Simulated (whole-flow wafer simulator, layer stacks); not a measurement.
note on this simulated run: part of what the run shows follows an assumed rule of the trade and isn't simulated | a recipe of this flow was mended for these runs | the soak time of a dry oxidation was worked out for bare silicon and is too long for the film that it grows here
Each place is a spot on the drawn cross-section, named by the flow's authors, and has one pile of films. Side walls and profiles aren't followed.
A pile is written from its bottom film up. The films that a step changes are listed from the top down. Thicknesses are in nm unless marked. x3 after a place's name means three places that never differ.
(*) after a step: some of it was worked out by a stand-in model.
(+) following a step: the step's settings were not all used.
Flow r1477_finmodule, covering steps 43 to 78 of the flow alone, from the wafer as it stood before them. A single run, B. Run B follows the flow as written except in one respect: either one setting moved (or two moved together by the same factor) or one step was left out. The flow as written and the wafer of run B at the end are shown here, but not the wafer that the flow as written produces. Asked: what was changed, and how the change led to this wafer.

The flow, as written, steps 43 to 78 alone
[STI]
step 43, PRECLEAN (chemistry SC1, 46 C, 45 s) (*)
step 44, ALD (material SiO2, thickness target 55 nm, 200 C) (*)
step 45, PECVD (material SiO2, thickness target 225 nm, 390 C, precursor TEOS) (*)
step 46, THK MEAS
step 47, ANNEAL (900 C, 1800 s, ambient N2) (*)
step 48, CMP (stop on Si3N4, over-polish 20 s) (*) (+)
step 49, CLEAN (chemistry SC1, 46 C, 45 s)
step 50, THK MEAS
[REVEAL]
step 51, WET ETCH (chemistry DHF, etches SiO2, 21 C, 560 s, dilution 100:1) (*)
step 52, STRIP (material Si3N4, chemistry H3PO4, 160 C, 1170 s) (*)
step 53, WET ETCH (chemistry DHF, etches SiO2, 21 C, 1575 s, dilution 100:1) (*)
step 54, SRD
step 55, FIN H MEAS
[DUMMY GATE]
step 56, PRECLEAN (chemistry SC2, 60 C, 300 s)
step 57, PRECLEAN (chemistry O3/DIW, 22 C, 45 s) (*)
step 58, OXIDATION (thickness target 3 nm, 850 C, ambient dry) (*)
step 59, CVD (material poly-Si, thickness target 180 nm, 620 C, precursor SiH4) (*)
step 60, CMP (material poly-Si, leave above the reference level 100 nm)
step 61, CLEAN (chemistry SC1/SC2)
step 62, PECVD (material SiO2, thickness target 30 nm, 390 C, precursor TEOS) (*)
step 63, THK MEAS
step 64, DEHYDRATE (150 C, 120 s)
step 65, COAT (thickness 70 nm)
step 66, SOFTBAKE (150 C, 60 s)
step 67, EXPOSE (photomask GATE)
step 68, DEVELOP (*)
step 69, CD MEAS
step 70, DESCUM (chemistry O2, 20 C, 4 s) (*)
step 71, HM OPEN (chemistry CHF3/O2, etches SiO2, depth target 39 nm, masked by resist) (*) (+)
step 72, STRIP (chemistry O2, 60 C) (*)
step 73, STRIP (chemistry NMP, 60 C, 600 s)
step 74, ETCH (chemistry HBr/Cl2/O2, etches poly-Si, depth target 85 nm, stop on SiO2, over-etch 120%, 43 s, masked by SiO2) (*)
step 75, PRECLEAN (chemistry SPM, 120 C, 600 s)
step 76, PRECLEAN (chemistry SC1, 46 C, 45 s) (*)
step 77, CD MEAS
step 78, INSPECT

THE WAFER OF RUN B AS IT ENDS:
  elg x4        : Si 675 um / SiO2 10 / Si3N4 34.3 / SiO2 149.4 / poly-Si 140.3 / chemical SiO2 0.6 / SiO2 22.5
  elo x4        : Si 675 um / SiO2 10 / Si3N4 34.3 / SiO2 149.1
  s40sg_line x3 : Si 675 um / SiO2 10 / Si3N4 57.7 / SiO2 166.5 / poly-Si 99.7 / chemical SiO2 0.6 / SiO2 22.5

What caused this: step 48, CMP: stop on Si3N4, over-polish 20 s (*) (+), was skipped.

Step by step, how the change led to this:
  step 51, WET ETCH (chemistry DHF, etches SiO2, 21 C, 560 s, dilution 100:1) (*)
      elg x4, elo x4: -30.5 SiO2 (it would be, as written: -22.3 SiO2 (all of it), -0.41 Si3N4)
      s40sg_line x3, s40so_line x3: -30.5 SiO2 (it would be, as written: -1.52 Si3N4)
      (also at 20 further places)
  step 52, STRIP (material Si3N4, chemistry H3PO4, 160 C, 1170 s) (*)
      elg x4, elo x4: -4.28 SiO2 (it would be, as written: -33.9 Si3N4 (all of it), -2.15 SiO2)
      s40sg_line x3, s40so_line x3: -4.28 SiO2 (it would be, as written: -55.1 Si3N4 (all of it), -1.49 SiO2)
  step 53, WET ETCH (chemistry DHF, etches SiO2, 21 C, 1575 s, dilution 100:1) (*)
      elg x4, elo x4: -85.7 SiO2 (it would be, as written: -7.85 SiO2 (all of it))
      s40sg_line x3, s40so_line x3: -85.7 SiO2 (it would be, as written: -8.51 SiO2 (all of it))
      (also at 20 further places)
  step 57, PRECLEAN (chemistry O3/DIW, 22 C, 45 s) (*)
      elg x4, s40sg_line x3, elo x4, s40so_line x3: nothing (it would be, as written: +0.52 chemical SiO2, -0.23 Si)
  step 58, OXIDATION (thickness target 3 nm, 850 C, ambient dry) (*)
      elg x4, s40sg_line x3, elo x4, s40so_line x3: nothing (it would be, as written: +3 SiO2 (new film), -0.85 chemical SiO2 (all of it), -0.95 Si)
  step 59, CVD (material poly-Si, thickness target 180 nm, 620 C, precursor SiH4) (*)
      esg x3, s40cg, s40sg and 13 more: +180 poly-Si (new film) (it would be, as written: +226.3 poly-Si (new film))
      e200sg, e200so: +180 poly-Si (new film) (it would be, as written: +219.2 poly-Si (new film))
  step 60, CMP (material poly-Si, leave above the reference level 100 nm)
      pad, padg: nothing (it would be, as written: -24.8 poly-Si)
      elg x4, elo x4: -39.4 poly-Si (it would be, as written: -80 poly-Si)
      (also at 8 further places)
  step 74, ETCH (chemistry HBr/Cl2/O2, etches poly-Si, depth target 85 nm, stop on SiO2, over-etch 120%, 43 s, masked by SiO2) (*)
      pad: -1.12 chemical SiO2 (all of it), -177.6 poly-Si (all of it) (it would be, as written: -1.12 chemical SiO2 (all of it), -152.8 poly-Si (all of it), -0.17 SiO2)
      s40co, s40so, s45co, s45so, s50co, s50so: -1.12 chemical SiO2 (all of it), -97.4 poly-Si (all of it), -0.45 SiO2 (it would be, as written: -1.12 chemical SiO2 (all of it), -143.9 poly-Si (all of it), -0.22 SiO2)
      (also at 8 further places)
